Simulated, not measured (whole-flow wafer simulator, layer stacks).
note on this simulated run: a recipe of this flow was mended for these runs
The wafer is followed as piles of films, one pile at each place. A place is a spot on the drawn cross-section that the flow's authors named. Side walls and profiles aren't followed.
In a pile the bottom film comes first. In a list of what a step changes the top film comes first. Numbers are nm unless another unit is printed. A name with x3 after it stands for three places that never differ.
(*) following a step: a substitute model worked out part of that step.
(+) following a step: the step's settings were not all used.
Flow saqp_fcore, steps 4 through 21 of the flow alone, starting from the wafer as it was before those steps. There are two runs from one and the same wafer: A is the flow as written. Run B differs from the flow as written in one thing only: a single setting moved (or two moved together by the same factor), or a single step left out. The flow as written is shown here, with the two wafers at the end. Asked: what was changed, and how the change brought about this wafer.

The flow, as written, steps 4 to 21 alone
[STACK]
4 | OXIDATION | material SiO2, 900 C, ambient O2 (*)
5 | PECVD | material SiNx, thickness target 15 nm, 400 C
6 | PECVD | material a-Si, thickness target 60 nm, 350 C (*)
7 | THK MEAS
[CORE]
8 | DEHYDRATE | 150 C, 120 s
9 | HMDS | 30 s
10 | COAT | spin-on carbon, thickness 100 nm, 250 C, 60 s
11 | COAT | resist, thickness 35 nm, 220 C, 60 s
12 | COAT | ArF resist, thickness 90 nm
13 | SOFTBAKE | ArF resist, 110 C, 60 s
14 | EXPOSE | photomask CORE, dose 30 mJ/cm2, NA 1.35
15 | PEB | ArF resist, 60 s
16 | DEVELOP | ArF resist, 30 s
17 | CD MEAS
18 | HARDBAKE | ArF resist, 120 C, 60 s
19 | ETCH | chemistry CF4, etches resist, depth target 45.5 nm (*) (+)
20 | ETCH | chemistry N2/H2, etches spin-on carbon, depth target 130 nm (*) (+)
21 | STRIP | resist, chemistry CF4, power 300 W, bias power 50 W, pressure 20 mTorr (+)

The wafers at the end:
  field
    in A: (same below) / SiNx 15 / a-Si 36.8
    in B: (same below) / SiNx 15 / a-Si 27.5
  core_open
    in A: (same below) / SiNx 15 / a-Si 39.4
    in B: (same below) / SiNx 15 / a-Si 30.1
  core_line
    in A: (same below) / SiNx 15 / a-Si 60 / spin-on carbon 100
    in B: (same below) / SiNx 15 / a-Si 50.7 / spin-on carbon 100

Cause: step 6, PECVD: thickness target 50.7 nm was run, while the flow as written has thickness target 60 nm.
One can read it off the wafer: core_line has a-Si 50.7, and step 6 as written asks for 60 nm.

Step by step, how the change led to this:
  6 | PECVD | material a-Si, thickness target 60 nm, 350 C (*)
      field, core_open, core_line: A a-Si gains 60 (new film) | B a-Si gains 50.7 (new film)
